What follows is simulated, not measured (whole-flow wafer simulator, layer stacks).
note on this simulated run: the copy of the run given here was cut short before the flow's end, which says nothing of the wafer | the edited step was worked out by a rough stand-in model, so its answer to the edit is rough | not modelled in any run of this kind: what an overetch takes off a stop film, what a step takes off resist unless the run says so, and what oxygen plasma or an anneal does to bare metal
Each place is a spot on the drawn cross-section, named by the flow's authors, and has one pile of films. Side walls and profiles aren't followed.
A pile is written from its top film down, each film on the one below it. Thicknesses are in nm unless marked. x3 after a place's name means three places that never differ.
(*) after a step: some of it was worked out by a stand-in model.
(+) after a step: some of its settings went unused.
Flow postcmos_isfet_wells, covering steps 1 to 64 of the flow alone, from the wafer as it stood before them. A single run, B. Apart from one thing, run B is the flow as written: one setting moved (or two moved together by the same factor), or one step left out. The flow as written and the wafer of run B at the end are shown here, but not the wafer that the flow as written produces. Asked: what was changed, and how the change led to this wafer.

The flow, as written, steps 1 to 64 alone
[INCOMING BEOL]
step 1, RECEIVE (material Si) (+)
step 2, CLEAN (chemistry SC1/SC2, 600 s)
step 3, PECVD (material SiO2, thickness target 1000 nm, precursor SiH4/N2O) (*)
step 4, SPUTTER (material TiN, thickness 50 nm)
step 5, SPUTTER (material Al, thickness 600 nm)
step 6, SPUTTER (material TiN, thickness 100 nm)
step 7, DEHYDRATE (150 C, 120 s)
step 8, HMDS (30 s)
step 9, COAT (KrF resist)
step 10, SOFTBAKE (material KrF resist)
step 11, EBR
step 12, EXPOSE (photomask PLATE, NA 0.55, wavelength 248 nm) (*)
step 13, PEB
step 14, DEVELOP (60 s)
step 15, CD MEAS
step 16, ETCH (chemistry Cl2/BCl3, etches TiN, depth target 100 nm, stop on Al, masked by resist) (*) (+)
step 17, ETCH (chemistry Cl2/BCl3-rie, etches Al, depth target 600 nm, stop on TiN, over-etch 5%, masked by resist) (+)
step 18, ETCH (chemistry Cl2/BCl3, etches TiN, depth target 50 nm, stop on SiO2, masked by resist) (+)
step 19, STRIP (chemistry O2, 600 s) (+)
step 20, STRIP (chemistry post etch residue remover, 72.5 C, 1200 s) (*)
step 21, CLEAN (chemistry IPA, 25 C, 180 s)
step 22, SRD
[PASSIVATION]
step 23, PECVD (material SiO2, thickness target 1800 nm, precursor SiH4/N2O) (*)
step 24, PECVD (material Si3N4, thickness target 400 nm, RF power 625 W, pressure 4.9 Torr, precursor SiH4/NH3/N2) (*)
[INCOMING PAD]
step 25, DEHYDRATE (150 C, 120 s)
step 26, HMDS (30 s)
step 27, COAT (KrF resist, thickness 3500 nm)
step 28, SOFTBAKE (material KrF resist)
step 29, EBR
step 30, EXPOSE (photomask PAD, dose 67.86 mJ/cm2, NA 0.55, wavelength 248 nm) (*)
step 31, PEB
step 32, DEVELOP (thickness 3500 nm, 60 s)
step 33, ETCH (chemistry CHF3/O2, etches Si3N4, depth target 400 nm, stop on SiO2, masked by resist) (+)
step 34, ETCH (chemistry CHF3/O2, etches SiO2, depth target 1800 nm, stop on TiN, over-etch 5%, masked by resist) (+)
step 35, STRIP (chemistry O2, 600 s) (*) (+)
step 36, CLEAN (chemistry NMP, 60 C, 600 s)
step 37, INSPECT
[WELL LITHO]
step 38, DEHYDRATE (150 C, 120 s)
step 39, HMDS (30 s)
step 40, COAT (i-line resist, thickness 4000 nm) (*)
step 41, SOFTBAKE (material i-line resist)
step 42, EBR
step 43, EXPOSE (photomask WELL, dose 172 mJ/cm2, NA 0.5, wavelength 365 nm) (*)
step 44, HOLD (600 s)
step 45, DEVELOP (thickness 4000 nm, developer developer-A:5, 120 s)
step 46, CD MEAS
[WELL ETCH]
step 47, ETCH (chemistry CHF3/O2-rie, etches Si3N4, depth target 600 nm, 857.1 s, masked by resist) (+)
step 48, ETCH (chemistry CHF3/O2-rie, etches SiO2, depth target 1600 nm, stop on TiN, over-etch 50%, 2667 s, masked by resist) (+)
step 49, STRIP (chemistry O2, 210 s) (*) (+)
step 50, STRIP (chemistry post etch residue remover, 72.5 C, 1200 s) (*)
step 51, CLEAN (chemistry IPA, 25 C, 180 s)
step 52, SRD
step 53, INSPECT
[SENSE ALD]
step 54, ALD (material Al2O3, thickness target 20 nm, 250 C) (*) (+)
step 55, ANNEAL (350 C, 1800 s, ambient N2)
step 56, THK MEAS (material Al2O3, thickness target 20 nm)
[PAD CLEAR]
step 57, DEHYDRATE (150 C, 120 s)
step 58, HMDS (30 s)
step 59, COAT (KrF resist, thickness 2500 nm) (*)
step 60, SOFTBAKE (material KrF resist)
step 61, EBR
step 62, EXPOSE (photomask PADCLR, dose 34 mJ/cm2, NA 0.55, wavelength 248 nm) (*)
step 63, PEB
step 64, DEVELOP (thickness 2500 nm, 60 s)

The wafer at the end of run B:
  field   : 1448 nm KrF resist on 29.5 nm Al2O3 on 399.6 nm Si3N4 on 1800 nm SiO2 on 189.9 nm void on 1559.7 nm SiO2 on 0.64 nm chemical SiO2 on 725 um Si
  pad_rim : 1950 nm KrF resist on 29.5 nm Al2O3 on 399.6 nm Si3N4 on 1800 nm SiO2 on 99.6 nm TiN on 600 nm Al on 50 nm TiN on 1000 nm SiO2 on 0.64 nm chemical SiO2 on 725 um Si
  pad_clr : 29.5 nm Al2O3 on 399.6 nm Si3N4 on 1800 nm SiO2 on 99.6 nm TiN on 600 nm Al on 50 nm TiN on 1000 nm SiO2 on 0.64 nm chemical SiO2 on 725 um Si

Cause: step 54, ALD: thickness target 29.5 nm was run, whereas the flow has thickness target 20 nm.
The wafer lets one read it off: field has Al2O3 29.5, and step 54 as written asks for 20 nm.

Step by step, how the change led to this:
  step 54, ALD (material Al2O3, thickness target 20 nm, 250 C) (*) (+)
      field, margin, well900, well1300 x3, pad_rim, pad_clr, pad_open: Al2O3 gains 29.5 (new film) (in the flow as written it would be: Al2O3 gains 20 (new film))
